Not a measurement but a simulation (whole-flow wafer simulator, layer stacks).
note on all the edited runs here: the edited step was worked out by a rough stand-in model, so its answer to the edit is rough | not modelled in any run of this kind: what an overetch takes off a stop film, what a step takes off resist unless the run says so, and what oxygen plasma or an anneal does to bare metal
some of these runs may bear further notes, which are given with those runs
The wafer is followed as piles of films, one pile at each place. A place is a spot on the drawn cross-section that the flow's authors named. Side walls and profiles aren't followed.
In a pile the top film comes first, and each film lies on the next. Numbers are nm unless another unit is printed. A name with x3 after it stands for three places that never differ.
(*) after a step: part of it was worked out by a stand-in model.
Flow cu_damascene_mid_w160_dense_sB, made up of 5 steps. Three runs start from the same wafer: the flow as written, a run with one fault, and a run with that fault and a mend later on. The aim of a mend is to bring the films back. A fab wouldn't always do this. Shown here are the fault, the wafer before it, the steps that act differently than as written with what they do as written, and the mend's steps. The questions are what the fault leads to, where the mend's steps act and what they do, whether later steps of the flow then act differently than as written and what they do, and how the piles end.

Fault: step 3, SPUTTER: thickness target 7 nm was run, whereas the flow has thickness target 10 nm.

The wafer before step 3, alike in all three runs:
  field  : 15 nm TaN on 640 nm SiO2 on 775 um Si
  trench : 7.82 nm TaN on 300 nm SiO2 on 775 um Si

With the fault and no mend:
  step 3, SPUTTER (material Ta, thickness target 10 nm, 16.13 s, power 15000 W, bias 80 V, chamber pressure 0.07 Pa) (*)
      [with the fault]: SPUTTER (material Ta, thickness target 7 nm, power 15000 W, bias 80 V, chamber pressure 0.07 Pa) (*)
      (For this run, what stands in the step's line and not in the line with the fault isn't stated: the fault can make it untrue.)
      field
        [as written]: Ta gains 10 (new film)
        [with the fault]: Ta gains 7 (new film)
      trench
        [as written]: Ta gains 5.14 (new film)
        [with the fault]: Ta gains 3.59 (new film)
  Every later step of the flow that is run acts as written, at every place that is followed, to within 2% or 0.5 nm, whichever is larger.
  By the end, the piles at field, trench depart from the flow's by more than 2% or 0.5 nm, whichever is larger.
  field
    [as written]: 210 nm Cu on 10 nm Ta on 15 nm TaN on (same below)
    [with the fault]: 210 nm Cu on 7 nm Ta on 15 nm TaN on (same below)
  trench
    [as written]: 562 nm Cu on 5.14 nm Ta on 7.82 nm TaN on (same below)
    [with the fault]: 560.6 nm Cu on 3.59 nm Ta on 7.82 nm TaN on (same below)

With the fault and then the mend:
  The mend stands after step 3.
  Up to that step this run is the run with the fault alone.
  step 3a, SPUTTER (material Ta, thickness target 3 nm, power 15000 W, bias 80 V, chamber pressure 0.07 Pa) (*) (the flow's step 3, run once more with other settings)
      field
        Ta gains 3
      trench
        Ta gains 1.51
  Every later step of the flow that is run acts as written, at every place that is followed, to within 2% or 0.5 nm, whichever is larger.
  At the end the piles are close to the flow's at the places that both follow, differing by at most 2% or 0.5 nm, whichever is larger.
